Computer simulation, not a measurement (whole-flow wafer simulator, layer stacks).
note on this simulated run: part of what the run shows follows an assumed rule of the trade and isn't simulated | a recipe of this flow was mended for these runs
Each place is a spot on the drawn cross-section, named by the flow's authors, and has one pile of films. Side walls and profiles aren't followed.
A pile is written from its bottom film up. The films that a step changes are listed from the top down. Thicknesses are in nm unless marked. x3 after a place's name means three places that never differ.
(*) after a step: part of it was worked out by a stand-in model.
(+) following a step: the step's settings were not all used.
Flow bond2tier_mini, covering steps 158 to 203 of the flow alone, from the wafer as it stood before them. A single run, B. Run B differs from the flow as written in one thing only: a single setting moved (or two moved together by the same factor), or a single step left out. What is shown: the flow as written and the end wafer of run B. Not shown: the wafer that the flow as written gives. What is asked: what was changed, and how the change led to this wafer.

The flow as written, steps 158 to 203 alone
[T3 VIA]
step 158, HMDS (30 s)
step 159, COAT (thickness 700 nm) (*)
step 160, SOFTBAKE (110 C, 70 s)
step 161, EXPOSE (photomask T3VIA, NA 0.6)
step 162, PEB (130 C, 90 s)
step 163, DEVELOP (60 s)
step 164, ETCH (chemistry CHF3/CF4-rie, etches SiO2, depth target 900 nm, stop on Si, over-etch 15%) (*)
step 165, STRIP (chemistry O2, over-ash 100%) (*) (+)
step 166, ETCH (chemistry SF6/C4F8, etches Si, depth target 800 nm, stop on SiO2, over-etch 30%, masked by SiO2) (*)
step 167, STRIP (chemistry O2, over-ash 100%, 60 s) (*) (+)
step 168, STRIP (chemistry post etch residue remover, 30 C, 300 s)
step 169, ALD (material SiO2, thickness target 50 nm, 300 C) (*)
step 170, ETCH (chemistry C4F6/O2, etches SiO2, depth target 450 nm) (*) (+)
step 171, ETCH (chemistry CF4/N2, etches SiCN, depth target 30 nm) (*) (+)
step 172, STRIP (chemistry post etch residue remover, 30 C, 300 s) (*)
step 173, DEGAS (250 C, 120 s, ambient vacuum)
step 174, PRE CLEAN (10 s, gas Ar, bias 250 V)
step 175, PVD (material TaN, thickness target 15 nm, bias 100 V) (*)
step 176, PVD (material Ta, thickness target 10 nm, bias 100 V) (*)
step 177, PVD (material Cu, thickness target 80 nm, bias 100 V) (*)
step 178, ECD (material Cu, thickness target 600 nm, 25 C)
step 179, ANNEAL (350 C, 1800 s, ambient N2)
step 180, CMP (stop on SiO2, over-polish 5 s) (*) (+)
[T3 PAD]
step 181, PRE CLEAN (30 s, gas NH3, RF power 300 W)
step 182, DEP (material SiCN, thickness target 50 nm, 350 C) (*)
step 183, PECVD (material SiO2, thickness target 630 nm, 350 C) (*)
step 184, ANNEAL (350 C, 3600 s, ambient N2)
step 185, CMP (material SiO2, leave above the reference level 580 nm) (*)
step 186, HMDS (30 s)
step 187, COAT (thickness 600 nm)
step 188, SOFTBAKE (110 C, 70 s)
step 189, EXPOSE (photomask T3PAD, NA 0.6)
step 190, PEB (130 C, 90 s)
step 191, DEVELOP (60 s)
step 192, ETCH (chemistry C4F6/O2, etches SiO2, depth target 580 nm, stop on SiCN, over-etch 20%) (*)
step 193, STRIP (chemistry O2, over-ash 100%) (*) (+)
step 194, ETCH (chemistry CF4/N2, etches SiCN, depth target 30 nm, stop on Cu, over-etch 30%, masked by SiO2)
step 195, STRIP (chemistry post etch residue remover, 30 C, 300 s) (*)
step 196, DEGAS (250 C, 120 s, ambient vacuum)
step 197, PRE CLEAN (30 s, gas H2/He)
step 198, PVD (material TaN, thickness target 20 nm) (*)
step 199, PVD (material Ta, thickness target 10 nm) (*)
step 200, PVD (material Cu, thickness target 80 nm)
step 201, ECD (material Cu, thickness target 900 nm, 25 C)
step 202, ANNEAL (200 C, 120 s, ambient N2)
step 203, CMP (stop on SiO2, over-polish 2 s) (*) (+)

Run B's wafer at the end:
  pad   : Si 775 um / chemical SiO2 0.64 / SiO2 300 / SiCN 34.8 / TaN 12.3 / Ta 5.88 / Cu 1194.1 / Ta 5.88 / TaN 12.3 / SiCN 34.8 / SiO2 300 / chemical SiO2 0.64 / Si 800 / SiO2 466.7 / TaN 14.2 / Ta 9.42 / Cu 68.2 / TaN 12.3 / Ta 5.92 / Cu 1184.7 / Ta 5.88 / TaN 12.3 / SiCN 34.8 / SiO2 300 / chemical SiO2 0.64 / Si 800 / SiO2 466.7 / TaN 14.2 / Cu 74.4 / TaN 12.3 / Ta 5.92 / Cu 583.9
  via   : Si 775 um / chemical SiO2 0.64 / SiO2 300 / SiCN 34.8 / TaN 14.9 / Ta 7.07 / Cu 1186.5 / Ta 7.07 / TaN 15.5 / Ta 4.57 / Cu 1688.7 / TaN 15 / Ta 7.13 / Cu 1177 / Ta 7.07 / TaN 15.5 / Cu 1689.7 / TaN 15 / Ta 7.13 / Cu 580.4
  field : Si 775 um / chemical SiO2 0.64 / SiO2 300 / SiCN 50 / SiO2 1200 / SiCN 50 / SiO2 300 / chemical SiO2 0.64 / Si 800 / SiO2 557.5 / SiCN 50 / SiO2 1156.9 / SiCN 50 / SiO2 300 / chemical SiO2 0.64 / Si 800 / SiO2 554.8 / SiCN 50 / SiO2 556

Cause: step 176, PVD: material Ta, thickness target 10 nm, bias 100 V (*), was skipped.

Step by step, how the change led to this:
  step 180, CMP (stop on SiO2, over-polish 5 s) (*) (+)
      field: Cu loses 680 (all of it), TaN loses 15 (all of it), SiO2 loses 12 (as written it would have been: Cu loses 680 (all of it), Ta loses 10 (all of it), TaN loses 15 (all of it), SiO2 loses 9.22)
